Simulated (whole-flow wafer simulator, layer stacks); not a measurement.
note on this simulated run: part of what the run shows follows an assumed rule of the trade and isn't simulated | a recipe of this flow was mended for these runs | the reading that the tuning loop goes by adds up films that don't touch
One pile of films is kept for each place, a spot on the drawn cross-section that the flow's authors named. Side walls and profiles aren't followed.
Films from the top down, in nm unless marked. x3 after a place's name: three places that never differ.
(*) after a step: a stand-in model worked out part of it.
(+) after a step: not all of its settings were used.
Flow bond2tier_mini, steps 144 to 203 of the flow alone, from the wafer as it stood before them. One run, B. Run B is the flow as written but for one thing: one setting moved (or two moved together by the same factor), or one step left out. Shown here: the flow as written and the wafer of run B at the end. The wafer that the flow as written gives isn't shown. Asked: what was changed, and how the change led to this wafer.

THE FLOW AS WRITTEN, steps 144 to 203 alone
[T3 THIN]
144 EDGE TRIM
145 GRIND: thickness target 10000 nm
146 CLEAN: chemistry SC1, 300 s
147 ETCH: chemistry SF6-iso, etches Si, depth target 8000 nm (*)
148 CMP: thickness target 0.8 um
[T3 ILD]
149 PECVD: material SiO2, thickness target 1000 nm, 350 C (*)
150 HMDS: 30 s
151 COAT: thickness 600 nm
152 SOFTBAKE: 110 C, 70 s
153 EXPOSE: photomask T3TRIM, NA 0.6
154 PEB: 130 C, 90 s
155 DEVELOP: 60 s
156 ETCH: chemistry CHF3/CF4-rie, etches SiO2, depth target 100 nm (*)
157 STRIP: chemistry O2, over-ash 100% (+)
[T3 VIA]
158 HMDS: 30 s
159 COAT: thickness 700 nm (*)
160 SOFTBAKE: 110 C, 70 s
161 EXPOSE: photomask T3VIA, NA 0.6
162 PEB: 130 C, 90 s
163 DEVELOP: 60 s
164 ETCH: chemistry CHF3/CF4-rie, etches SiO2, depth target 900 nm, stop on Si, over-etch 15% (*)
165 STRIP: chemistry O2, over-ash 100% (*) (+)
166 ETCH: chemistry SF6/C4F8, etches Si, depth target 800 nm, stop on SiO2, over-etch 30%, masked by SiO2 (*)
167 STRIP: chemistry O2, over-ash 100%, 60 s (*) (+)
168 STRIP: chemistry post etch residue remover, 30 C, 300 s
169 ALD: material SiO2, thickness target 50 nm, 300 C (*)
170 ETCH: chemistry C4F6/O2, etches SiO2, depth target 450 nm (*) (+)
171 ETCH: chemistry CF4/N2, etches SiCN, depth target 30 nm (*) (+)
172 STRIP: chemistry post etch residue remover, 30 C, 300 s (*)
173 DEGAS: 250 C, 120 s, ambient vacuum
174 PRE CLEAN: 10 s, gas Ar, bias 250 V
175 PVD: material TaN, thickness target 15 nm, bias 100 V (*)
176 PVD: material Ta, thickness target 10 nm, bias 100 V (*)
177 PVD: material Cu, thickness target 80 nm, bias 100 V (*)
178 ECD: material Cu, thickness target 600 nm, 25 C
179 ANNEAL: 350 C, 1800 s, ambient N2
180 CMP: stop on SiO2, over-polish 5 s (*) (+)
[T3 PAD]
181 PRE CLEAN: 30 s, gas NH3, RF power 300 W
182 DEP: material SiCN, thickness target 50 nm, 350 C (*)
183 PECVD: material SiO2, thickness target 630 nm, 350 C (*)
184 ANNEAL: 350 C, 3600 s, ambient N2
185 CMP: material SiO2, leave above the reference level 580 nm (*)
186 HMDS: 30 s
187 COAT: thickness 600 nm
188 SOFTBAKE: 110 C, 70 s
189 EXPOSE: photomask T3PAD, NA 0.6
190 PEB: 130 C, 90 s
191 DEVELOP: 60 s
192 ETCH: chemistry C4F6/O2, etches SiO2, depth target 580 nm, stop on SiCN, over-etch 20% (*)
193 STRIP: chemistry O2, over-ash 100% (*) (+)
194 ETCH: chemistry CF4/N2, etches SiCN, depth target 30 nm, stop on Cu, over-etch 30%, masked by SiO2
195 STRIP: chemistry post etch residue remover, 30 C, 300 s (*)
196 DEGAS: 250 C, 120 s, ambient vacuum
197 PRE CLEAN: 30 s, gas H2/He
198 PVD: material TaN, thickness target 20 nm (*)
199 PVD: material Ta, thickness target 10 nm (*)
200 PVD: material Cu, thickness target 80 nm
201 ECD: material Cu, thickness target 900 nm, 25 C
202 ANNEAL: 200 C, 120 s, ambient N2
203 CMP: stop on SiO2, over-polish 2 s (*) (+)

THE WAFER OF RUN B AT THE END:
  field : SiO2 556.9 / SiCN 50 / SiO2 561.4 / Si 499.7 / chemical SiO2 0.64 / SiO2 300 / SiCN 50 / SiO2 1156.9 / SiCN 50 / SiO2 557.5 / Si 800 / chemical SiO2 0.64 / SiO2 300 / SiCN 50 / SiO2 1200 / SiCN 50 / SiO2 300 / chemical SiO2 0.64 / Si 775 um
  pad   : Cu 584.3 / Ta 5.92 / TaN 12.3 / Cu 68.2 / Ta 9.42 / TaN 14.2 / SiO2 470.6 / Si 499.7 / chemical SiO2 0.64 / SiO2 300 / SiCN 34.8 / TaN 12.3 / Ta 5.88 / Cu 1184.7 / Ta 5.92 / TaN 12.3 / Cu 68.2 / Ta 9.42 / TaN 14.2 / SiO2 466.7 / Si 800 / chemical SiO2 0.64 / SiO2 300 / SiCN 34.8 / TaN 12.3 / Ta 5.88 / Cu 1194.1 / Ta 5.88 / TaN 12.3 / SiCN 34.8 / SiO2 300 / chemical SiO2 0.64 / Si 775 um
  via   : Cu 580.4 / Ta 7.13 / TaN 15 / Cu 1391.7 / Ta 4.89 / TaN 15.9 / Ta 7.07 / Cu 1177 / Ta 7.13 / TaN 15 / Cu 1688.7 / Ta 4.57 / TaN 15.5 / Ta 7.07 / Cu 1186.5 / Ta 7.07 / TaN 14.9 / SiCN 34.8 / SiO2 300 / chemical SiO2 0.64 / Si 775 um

The cause: step 145, GRIND: thickness target 8500 nm was run, where the flow has thickness target 10000 nm.

How the change led to this, step by step:
  145 GRIND: thickness target 10000 nm
      field, pad, via: Si -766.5 um (as written it would be: Si -765 um)
  148 CMP: thickness target 0.8 um
      field, pad, via: nothing (as written it would be: Si -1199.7)
  166 ETCH: chemistry SF6/C4F8, etches Si, depth target 800 nm, stop on SiO2, over-etch 30%, masked by SiO2 (*)
      field, pad: SiO2 -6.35 (as written it would be: SiO2 -10.3)
      via: Si -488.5 (all of it), chemical SiO2 -0.64 (all of it), SiO2 -4.87 (as written it would be: Si -788.8 (all of it), chemical SiO2 -0.64 (all of it), SiO2 -1.87)
  177 PVD: material Cu, thickness target 80 nm, bias 100 V (*)
      via: Cu +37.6 (new film) (as written it would be: Cu +35 (new film))
  178 ECD: material Cu, thickness target 600 nm, 25 C
      via: Cu +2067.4 (as written it would be: Cu +2367)
